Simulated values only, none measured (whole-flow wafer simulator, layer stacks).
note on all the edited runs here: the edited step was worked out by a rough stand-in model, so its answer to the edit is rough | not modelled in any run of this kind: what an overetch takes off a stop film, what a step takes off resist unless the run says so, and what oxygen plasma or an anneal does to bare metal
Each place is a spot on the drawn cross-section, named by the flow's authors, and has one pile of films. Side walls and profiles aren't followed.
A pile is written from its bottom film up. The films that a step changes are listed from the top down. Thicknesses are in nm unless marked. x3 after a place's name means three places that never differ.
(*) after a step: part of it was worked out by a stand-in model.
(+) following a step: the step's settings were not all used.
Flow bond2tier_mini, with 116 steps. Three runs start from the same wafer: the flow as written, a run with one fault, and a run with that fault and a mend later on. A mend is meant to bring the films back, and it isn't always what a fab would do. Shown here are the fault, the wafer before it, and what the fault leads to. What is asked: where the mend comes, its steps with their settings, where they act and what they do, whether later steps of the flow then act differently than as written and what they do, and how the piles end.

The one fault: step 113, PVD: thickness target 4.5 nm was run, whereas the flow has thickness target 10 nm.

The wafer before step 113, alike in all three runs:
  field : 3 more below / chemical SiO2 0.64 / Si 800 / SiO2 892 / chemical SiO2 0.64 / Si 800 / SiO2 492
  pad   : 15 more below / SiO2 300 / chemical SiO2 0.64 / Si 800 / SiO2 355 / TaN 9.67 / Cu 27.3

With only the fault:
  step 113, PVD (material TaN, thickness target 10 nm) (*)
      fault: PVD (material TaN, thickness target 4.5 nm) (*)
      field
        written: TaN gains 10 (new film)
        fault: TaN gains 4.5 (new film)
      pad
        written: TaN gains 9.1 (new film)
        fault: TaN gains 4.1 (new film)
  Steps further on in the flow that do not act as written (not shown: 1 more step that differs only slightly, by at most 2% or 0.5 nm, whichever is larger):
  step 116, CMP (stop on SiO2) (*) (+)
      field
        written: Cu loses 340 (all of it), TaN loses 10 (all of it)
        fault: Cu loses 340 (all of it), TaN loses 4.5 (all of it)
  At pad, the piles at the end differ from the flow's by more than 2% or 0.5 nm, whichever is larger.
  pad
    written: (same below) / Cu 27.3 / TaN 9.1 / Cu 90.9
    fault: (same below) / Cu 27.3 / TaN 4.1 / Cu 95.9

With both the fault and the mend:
  The mend stands after step 113.
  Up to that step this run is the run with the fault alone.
  step 113a, PVD (material TaN, thickness target 5.5 nm) (*) (a further turn of the flow's step 113, with different settings)
      field
        TaN gains 5.5
      pad
        TaN gains 5
  Later steps of the flow that are run all act as written at every place that is followed.
  At every place that both follow, the piles at the end match the flow's.
